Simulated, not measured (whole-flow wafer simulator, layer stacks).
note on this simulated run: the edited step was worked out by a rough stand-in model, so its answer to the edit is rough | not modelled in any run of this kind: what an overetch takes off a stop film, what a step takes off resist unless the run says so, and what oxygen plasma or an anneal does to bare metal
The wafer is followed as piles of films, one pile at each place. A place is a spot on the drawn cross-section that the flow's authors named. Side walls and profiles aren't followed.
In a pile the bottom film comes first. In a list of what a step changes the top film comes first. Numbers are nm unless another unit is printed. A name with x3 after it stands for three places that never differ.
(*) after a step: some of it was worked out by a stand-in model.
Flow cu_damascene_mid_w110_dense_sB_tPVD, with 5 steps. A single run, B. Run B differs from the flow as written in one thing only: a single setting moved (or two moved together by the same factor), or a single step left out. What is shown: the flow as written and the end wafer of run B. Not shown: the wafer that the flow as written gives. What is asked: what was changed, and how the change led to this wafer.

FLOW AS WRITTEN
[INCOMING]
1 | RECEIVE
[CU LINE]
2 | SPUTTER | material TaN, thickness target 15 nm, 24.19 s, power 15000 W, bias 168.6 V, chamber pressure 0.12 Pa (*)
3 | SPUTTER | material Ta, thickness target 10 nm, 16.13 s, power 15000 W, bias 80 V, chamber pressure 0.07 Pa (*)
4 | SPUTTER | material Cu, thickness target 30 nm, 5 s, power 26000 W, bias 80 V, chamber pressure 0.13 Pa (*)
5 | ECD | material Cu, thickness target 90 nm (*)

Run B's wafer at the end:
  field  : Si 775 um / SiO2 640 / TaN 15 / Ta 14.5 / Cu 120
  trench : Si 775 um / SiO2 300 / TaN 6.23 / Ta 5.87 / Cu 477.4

The reason: step 3, SPUTTER: thickness target 14.5 nm was run, though the flow has thickness target 10 nm; step 3, SPUTTER: 23.39 s was run, where the flow has 16.13 s.
The wafer lets one read it off: field has Ta 14.5, and step 3 as written asks for 10 nm.

Step by step, how the change led to this:
  3 | SPUTTER | material Ta, thickness target 10 nm, 16.13 s, power 15000 W, bias 80 V, chamber pressure 0.07 Pa (*)
      field: Ta gains 14.5 (new film) (it would be, as written: Ta gains 10 (new film))
      trench: Ta gains 5.87 (new film) (it would be, as written: Ta gains 4.05 (new film))
